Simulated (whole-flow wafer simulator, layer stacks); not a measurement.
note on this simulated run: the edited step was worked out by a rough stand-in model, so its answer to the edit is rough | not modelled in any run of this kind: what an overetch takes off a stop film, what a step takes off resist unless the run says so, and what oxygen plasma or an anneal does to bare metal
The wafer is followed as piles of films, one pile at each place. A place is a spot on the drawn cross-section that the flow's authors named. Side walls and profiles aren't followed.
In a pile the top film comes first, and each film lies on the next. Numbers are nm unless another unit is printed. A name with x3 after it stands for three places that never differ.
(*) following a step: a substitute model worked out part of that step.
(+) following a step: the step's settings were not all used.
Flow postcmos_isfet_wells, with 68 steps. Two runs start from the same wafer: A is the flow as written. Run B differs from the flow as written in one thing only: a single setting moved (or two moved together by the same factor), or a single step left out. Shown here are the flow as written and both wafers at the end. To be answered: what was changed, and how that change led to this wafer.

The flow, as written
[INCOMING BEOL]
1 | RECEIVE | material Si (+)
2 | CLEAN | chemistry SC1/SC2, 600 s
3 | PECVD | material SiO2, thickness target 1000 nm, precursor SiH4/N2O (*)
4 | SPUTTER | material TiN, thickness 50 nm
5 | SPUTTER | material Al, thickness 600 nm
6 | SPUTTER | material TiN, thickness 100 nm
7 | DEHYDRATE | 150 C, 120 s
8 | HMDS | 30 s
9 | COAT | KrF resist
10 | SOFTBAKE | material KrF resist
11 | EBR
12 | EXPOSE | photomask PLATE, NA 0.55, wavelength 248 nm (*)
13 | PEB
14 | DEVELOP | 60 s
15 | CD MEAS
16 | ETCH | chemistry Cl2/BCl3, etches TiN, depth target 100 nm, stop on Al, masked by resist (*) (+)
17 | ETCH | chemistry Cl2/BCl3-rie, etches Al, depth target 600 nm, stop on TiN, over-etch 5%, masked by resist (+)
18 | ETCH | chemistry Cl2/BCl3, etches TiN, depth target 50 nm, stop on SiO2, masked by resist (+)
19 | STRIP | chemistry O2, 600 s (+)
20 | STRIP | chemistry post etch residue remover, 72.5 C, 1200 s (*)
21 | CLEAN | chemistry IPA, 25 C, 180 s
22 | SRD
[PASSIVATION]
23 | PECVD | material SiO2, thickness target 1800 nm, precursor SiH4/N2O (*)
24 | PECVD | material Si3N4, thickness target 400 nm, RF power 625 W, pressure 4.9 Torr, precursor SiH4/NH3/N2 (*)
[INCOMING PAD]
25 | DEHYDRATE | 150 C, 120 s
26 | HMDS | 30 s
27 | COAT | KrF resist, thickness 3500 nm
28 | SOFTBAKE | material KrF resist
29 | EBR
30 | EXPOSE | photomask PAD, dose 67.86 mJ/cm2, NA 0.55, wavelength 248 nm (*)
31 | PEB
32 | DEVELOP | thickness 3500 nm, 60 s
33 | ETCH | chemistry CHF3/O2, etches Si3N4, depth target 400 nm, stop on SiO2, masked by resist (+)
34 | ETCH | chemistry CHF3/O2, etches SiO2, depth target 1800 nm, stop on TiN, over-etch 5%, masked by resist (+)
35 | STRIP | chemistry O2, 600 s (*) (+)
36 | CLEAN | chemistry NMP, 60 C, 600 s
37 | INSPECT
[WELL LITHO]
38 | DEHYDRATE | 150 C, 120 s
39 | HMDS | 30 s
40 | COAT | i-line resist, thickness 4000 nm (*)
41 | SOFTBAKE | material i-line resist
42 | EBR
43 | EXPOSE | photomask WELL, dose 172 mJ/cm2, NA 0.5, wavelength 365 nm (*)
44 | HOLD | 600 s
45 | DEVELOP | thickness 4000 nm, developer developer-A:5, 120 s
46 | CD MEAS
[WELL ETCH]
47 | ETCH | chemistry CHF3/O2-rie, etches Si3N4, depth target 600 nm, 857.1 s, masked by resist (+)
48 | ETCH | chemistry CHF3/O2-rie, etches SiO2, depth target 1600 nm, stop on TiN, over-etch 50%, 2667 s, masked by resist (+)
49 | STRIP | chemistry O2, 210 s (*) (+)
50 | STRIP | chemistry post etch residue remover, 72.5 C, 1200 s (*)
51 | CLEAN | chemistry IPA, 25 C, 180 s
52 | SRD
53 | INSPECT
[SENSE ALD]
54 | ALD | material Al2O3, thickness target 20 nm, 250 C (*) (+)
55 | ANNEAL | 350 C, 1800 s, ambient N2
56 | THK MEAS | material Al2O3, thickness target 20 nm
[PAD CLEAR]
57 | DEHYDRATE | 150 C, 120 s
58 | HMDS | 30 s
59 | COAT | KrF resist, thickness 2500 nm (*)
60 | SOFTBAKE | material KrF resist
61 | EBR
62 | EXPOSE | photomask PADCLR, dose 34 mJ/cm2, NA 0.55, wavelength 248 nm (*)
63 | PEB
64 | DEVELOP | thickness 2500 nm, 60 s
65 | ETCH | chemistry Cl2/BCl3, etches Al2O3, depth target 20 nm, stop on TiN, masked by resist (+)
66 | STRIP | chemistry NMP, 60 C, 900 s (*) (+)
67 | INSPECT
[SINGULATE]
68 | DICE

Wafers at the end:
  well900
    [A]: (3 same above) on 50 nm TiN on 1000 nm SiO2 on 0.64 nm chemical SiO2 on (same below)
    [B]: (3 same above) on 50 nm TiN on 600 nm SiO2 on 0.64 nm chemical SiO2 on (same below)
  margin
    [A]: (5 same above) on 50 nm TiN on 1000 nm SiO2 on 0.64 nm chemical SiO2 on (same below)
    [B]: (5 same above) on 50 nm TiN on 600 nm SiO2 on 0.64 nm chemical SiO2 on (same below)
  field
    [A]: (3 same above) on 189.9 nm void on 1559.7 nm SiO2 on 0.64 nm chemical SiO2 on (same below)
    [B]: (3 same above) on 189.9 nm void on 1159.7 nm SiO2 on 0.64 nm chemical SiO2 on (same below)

Cause: step 3, PECVD: thickness target 600 nm was run, whereas the flow has thickness target 1000 nm.
The wafer itself shows it: well900 has SiO2 600, and step 3 as written asks for 1000 nm.

Step by step, how the change led to this:
  3 | PECVD | material SiO2, thickness target 1000 nm, precursor SiH4/N2O (*)
      field, margin, well900, well1300 x3, pad_rim, pad_clr, pad_open: A SiO2 gains 1000 (new film) | B SiO2 gains 600 (new film)
